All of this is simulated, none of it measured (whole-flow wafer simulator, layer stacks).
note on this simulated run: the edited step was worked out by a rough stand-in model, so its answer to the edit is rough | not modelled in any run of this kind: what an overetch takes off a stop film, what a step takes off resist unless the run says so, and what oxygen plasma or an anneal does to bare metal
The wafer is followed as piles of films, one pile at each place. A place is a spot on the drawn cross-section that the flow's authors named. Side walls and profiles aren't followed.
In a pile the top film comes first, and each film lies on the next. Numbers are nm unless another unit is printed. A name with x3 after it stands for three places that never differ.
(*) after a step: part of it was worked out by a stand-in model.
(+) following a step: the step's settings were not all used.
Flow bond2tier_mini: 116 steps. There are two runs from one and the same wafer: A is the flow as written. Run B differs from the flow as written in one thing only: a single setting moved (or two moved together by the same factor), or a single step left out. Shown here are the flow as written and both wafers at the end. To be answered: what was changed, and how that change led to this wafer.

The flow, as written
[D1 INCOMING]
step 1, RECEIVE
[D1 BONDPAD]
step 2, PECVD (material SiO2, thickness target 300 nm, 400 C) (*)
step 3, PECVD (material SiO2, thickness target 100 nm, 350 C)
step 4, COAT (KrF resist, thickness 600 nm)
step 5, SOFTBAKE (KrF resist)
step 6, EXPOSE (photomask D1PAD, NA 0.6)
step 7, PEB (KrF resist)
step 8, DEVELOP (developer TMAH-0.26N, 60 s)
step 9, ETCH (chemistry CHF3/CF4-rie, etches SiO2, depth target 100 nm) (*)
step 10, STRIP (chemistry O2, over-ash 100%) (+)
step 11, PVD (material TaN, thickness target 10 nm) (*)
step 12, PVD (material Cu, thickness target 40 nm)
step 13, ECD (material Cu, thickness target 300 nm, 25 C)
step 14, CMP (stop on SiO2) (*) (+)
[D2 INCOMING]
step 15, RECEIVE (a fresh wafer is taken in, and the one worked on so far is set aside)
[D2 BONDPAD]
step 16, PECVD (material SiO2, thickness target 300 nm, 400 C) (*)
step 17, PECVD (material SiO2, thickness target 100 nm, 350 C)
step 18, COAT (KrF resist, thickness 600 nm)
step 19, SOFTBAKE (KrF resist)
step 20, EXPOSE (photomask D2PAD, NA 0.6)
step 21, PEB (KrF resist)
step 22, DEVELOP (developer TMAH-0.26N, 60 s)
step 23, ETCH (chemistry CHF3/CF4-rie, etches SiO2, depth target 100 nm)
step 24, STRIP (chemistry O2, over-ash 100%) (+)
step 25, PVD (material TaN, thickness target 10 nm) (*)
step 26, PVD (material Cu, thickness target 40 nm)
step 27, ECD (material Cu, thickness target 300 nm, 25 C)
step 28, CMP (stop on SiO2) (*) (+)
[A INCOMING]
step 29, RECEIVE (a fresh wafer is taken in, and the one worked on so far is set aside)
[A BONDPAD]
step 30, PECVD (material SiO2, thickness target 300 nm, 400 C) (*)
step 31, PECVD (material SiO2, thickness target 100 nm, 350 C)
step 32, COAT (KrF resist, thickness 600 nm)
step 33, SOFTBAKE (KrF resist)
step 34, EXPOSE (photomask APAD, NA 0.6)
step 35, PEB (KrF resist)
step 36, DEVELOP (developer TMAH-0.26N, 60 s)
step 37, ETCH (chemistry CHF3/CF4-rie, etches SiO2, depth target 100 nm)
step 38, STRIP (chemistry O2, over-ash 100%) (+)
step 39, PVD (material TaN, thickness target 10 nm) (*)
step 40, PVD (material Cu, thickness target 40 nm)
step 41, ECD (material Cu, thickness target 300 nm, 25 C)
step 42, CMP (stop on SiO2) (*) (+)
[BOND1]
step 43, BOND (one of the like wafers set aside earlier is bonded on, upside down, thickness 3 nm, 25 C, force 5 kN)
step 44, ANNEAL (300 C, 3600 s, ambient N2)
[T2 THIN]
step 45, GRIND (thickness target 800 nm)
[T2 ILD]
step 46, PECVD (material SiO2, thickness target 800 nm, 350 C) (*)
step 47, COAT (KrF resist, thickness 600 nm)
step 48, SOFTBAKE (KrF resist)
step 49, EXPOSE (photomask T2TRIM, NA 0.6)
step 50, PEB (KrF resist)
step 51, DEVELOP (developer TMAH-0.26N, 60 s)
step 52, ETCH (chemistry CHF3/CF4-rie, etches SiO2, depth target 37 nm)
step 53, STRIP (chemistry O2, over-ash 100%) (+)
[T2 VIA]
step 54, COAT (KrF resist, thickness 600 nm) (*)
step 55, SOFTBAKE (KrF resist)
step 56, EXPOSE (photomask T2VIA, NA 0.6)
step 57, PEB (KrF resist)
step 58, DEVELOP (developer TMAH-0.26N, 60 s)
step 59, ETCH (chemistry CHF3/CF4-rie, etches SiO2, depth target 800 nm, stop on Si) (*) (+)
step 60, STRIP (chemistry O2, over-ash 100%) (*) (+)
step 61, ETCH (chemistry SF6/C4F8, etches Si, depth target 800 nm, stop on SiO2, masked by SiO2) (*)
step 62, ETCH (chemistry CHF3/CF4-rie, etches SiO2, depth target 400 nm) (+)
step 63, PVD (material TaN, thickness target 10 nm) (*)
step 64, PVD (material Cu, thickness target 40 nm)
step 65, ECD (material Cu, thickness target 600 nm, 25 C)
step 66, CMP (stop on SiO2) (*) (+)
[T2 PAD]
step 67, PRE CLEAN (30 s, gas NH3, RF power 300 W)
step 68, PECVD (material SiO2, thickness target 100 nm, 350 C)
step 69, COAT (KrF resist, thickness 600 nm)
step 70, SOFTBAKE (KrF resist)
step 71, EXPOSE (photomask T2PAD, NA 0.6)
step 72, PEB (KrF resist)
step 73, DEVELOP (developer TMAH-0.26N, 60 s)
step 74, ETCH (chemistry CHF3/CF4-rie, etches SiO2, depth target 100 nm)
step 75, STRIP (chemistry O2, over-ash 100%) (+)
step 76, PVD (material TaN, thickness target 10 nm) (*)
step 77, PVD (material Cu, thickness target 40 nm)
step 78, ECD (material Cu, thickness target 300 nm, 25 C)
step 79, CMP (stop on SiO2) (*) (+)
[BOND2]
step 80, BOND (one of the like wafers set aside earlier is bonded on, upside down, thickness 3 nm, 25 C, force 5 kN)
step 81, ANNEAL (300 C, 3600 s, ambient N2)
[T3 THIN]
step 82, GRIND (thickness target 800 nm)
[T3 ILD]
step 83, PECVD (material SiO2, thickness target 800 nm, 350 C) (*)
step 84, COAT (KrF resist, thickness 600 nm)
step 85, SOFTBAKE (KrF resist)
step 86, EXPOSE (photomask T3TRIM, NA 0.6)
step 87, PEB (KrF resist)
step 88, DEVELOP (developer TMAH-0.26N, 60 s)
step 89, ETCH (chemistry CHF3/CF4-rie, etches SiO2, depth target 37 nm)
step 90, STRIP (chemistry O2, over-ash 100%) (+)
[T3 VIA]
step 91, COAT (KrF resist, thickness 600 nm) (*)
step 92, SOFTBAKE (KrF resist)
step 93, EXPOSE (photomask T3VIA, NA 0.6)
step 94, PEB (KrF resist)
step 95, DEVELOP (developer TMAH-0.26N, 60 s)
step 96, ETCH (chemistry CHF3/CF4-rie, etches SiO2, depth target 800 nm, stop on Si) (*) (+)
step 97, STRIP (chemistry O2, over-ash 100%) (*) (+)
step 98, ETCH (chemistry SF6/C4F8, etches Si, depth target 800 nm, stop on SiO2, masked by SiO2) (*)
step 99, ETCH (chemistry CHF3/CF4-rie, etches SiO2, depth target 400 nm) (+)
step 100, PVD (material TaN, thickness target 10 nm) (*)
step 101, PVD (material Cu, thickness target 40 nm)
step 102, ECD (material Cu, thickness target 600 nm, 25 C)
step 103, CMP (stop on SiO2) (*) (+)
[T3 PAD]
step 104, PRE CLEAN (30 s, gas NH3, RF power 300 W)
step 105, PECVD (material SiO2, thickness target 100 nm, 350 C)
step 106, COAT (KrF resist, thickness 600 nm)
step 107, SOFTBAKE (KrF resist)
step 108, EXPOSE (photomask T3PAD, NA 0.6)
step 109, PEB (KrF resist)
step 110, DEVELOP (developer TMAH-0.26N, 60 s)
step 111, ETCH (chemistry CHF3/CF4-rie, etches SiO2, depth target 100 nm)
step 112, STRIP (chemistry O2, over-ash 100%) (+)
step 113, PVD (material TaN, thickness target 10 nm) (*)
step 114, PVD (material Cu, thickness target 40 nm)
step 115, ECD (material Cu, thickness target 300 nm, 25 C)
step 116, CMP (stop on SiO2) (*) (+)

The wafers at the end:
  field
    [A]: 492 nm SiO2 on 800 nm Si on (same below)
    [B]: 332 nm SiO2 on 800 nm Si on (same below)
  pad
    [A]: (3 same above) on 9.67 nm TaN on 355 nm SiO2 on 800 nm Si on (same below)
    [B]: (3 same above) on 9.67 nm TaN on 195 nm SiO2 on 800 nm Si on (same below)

The reason: step 83, PECVD: thickness target 640 nm was run, whereas the flow has thickness target 800 nm.

The path from the change to this, step by step:
  step 83, PECVD (material SiO2, thickness target 800 nm, 350 C) (*)
      field, pad: A SiO2 gains 800 (new film) | B SiO2 gains 640 (new film)
